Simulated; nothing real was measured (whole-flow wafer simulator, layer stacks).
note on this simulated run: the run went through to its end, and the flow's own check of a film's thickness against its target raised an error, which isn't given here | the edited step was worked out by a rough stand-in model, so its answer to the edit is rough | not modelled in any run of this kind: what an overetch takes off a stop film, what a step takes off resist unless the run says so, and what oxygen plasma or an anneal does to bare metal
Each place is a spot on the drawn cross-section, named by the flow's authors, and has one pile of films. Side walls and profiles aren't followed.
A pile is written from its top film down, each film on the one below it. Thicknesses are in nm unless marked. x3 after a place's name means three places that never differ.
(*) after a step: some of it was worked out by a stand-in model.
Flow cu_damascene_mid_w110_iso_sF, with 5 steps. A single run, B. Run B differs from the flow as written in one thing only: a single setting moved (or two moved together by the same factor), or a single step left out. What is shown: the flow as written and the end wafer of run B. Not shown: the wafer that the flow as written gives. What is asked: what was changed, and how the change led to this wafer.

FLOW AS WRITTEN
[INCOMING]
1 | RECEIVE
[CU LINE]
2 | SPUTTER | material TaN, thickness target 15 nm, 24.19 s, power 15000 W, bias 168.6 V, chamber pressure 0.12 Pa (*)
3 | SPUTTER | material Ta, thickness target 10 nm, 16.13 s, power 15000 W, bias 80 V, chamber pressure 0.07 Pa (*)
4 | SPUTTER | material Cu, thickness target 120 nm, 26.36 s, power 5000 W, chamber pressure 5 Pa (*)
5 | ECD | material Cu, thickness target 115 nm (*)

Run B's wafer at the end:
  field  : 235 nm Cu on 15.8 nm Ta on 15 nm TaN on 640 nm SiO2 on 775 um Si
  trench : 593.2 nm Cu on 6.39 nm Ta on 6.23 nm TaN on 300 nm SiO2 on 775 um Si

Cause: step 3, SPUTTER: thickness target 15.8 nm was run, though the flow has thickness target 10 nm; step 3, SPUTTER: 25.4 s was run, where the flow has 16.13 s.
One can read it off the wafer: field has Ta 15.8, and step 3 as written asks for 10 nm.

Step by step, how the change led to this:
  3 | SPUTTER | material Ta, thickness target 10 nm, 16.13 s, power 15000 W, bias 80 V, chamber pressure 0.07 Pa (*)
      field: +15.8 Ta (new film) (it would be, as written: +10 Ta (new film))
      trench: +6.39 Ta (new film) (it would be, as written: +4.05 Ta (new film))
